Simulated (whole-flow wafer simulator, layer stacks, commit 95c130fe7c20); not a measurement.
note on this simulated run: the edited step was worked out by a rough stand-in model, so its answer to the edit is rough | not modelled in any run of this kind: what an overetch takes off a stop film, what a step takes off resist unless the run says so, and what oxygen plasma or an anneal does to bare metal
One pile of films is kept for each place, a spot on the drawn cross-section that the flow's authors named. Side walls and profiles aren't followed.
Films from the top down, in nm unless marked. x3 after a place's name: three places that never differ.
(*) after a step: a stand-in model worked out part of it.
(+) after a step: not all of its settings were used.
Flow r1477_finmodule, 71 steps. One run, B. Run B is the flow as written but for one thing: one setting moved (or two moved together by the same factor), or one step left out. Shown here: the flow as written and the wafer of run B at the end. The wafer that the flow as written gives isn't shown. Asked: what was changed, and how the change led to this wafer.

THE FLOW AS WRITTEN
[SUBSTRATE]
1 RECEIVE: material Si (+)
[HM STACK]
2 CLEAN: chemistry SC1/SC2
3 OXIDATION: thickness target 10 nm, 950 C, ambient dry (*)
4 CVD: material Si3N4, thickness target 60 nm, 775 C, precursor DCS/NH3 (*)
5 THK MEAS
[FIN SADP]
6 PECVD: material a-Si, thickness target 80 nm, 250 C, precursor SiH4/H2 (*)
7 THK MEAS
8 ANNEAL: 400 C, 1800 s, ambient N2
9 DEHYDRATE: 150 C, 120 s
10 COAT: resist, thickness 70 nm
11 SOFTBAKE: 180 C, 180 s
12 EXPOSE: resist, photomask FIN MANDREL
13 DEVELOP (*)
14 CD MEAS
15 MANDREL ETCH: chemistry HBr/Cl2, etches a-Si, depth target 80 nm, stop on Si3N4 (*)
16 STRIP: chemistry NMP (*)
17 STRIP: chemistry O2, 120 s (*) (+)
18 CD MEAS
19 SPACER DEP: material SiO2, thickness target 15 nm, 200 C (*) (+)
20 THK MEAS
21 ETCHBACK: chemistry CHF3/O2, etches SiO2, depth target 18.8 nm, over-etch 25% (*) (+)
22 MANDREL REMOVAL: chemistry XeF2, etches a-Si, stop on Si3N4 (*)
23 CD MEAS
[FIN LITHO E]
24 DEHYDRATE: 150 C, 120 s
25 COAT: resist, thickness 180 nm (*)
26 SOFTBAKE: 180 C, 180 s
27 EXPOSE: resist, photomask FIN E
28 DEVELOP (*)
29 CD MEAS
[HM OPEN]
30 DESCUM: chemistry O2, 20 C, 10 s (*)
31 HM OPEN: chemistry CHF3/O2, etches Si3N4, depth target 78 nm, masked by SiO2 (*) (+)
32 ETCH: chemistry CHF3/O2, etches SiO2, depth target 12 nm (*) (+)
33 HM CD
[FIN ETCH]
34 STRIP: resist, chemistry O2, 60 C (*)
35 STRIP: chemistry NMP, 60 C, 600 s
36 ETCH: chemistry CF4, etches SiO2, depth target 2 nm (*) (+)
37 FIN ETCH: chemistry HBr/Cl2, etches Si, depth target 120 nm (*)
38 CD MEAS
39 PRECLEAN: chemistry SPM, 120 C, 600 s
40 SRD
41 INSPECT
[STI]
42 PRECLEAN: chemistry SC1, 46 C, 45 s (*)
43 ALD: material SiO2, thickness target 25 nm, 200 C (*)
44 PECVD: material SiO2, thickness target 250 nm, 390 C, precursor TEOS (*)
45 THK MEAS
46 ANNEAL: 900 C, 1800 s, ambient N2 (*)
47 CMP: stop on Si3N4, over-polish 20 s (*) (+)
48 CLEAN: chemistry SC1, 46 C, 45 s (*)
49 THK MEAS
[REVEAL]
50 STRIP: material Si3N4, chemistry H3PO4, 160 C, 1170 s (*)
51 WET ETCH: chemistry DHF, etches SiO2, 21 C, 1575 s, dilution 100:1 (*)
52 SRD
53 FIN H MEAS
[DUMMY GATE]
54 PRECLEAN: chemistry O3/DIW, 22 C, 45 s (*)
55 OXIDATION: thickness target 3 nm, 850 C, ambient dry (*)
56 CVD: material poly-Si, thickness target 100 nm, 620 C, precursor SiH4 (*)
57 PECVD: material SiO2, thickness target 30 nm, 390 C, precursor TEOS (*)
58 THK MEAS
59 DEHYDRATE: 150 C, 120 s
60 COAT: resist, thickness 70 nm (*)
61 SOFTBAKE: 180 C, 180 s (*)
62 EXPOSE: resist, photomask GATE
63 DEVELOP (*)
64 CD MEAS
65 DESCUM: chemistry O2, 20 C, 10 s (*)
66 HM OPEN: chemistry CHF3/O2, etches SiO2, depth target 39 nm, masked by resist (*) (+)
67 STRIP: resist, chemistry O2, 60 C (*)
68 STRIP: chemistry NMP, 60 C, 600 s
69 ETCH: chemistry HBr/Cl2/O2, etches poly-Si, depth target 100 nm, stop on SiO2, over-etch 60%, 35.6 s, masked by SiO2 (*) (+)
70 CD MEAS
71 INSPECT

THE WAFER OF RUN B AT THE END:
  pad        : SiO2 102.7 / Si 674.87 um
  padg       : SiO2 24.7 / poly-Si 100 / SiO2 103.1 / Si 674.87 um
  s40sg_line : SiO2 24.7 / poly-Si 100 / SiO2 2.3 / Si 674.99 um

The cause: step 55, OXIDATION: thickness target 2.3 nm was run, where the flow has thickness target 3 nm.
It can be read off the wafer: s40sg_line has SiO2 2.3, and step 55 as written asks for 3 nm.

How the change led to this, step by step:
  55 OXIDATION: thickness target 3 nm, 850 C, ambient dry (*)
      s40sg_line, s45sg_line, s50sg_line, s40so_line, s45so_line, s50so_line: SiO2 +2.3 (new film), chemical SiO2 -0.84 (all of it), Si -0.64 (as written it would be: SiO2 +3 (new film), chemical SiO2 -0.84 (all of it), Si -0.95)
